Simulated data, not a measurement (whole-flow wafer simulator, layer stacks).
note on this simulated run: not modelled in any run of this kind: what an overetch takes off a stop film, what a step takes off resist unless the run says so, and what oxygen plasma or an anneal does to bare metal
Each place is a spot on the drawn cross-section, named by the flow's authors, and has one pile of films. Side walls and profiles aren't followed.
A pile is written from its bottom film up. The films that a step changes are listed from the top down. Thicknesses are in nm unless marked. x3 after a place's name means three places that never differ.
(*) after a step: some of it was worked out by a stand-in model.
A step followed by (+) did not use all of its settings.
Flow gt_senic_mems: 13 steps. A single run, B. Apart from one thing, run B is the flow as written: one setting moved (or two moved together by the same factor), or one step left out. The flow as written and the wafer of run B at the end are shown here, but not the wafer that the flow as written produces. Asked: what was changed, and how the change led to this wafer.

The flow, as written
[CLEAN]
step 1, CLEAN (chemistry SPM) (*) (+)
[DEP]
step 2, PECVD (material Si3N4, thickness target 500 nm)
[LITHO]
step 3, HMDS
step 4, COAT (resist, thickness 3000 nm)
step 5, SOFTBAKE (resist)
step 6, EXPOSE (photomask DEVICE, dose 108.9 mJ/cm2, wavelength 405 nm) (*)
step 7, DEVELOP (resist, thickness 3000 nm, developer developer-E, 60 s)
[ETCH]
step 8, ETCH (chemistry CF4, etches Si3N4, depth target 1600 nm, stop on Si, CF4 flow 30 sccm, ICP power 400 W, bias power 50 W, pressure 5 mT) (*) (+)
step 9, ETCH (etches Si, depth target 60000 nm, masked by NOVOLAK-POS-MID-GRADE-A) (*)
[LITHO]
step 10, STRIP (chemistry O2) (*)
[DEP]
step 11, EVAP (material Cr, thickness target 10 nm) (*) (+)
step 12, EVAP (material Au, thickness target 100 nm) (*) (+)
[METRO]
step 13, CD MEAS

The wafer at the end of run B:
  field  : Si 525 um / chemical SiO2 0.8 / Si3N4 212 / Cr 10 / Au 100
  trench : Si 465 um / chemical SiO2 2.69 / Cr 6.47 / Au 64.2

What caused this: step 2, PECVD: thickness target 212 nm was run, while the flow as written has thickness target 500 nm.
The wafer itself shows it: field has Si3N4 212, and step 2 as written asks for 500 nm.

Step by step, how the change led to this:
  step 2, PECVD (material Si3N4, thickness target 500 nm)
      field, trench: Si3N4 gains 212 (new film) (in the flow as written it would be: Si3N4 gains 500 (new film))
  step 8, ETCH (chemistry CF4, etches Si3N4, depth target 1600 nm, stop on Si, CF4 flow 30 sccm, ICP power 400 W, bias power 50 W, pressure 5 mT) (*) (+)
      field: resist loses 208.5 (in the flow as written it would be: resist loses 400.5)
      trench: Si3N4 loses 212 (all of it), chemical SiO2 loses 0.8 (all of it) (in the flow as written it would be: Si3N4 loses 500 (all of it), chemical SiO2 loses 0.8 (all of it))
  step 10, STRIP (chemistry O2) (*)
      field: resist loses 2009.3 (all of it) (in the flow as written it would be: resist loses 1817.3 (all of it))
